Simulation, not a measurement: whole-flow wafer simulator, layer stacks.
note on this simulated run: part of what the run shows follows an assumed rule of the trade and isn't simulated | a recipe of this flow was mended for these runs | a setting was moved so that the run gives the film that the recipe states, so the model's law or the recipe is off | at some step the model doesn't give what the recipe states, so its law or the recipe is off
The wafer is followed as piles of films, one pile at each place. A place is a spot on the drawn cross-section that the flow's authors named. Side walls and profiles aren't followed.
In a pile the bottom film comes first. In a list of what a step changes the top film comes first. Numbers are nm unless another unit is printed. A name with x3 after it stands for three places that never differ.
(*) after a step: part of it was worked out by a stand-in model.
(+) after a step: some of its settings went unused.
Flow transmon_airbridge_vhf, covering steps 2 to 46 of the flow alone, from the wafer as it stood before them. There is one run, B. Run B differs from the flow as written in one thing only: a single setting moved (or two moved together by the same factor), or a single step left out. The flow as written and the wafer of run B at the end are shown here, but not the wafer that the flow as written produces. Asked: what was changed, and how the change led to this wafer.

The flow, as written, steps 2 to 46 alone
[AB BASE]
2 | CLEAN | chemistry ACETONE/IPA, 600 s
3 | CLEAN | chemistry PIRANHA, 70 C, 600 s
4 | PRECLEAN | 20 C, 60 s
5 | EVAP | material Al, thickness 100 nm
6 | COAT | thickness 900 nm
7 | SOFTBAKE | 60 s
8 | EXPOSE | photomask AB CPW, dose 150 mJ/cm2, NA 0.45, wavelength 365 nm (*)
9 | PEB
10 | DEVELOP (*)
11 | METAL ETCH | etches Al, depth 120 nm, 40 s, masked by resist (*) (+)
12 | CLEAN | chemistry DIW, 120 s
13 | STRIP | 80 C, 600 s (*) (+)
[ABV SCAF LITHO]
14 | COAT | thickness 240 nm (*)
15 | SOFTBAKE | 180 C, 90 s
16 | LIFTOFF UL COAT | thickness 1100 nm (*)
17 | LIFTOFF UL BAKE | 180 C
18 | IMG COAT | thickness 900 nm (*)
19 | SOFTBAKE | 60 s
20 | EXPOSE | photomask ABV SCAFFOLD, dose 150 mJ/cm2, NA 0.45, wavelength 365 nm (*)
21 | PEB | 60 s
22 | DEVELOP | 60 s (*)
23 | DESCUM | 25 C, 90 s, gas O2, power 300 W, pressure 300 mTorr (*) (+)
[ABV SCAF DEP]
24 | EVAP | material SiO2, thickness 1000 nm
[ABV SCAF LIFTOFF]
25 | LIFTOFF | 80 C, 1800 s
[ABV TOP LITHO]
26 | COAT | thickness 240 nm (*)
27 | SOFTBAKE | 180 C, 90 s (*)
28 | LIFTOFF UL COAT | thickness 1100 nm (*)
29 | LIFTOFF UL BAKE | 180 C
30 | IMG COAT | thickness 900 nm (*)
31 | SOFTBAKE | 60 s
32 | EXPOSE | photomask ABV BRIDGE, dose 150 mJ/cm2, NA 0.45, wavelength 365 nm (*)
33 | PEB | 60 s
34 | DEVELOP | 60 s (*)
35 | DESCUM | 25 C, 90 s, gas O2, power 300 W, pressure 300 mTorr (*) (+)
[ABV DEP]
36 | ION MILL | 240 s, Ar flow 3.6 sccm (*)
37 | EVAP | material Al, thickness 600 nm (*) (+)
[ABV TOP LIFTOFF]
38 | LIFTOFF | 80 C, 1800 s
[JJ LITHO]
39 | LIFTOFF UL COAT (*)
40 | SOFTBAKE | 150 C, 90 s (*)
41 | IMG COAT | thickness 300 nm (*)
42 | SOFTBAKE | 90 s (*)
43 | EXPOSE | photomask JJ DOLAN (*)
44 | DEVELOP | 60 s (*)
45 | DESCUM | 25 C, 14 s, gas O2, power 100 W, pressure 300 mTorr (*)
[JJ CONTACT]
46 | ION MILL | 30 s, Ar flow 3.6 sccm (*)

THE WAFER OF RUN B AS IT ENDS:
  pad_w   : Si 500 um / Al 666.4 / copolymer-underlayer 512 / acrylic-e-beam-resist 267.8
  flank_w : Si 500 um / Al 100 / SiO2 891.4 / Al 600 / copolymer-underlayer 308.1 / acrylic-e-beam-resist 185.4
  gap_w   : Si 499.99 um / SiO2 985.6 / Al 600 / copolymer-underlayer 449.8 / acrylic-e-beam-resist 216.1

Cause: step 36, ION MILL: 144 s was run, whereas the flow has 240 s.

The path from the change to this, step by step:
  36 | ION MILL | 240 s, Ar flow 3.6 sccm (*)
      field x3, jj_line, ground_far, trace_open_s x2, margin_s, margin_n: -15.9 i-line-resist (as written it would have been: -26.5 i-line-resist)
      flank_w, gap_w, cpw_trace, gap_e, flank_e, bridge_strip: -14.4 SiO2 (as written it would have been: -24 SiO2)
      (as well as at 2 more places)
  38 | LIFTOFF | 80 C, 1800 s
      margin_s, margin_n: -600 Al (all of it), -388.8 i-line-resist (all of it), -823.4 lift-off-underlayer (all of it), -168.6 acrylic-e-beam-resist (all of it) (as written it would have been: -600 Al (all of it), -378.2 i-line-resist (all of it), -823.4 lift-off-underlayer (all of it), -168.6 acrylic-e-beam-resist (all of it))
